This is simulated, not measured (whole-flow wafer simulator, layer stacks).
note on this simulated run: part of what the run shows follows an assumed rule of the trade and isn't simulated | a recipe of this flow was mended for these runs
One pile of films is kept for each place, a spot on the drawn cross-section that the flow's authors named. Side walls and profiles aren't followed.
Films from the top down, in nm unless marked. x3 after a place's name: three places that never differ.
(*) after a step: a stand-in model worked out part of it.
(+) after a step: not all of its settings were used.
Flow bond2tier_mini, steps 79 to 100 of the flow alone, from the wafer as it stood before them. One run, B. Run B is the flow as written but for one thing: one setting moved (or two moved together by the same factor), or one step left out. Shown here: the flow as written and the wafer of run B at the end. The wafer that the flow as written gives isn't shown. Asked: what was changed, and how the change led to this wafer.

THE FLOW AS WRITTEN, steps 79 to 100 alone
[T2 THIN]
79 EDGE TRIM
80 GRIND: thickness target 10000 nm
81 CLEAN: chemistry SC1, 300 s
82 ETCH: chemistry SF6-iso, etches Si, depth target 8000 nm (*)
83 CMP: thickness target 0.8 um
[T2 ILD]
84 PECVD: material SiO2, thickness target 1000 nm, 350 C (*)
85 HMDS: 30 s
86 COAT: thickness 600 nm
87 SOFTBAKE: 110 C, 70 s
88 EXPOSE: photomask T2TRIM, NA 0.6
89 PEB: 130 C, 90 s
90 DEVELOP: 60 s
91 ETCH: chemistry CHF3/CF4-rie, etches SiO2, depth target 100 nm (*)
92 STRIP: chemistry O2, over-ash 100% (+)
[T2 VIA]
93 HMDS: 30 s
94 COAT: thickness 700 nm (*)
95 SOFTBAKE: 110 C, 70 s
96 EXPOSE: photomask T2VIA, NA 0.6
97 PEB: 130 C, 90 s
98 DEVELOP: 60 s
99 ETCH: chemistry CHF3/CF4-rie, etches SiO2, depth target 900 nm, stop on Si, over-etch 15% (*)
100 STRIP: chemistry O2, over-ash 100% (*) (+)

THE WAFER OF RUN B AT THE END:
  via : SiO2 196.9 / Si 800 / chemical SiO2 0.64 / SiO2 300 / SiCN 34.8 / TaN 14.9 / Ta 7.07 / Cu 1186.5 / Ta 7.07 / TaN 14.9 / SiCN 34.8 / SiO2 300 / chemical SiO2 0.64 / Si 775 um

The cause: step 99, ETCH: depth target 611.4 nm was run, where the flow has depth target 900 nm.

How the change led to this, step by step:
  99 ETCH: chemistry CHF3/CF4-rie, etches SiO2, depth target 900 nm, stop on Si, over-etch 15% (*)
      via: SiO2 -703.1 (as written it would be: SiO2 -900 (all of it), Si -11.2)
      field, pad: thick-KrF-resist -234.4 (as written it would be: thick-KrF-resist -345)
  100 STRIP: chemistry O2, over-ash 100% (*) (+)
      field: thick-KrF-resist -397.2 (all of it) (as written it would be: thick-KrF-resist -286.6 (all of it))
      pad: thick-KrF-resist -483.6 (all of it) (as written it would be: thick-KrF-resist -372.9 (all of it))
